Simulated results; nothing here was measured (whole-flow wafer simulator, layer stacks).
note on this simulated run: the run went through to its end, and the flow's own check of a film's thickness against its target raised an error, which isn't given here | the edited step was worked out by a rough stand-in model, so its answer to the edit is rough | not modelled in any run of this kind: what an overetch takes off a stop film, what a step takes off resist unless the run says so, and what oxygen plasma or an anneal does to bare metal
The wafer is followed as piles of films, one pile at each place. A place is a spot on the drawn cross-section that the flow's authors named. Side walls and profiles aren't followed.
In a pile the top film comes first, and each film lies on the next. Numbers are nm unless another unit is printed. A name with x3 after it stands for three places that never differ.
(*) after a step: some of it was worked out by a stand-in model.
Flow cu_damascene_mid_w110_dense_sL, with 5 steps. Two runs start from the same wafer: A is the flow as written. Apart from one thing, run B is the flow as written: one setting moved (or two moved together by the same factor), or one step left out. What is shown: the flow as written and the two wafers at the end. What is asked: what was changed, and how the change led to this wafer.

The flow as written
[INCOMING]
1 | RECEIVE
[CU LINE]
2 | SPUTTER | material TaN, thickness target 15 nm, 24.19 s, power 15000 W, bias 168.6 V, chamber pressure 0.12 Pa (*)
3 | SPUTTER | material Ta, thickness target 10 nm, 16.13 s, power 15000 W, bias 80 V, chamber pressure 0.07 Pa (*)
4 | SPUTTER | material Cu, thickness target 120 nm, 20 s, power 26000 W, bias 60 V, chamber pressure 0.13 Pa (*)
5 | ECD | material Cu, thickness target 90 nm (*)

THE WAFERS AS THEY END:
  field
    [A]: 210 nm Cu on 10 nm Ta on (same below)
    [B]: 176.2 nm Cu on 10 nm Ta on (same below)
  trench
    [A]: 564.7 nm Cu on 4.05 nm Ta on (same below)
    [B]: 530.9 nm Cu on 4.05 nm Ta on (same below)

Cause: step 5, ECD: thickness target 56.2 nm was run, while the flow as written has thickness target 90 nm.

The path from the change to this, step by step:
  5 | ECD | material Cu, thickness target 90 nm (*)
      field: A Cu gains 90 | B Cu gains 56.2
      trench: A Cu gains 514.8 | B Cu gains 481
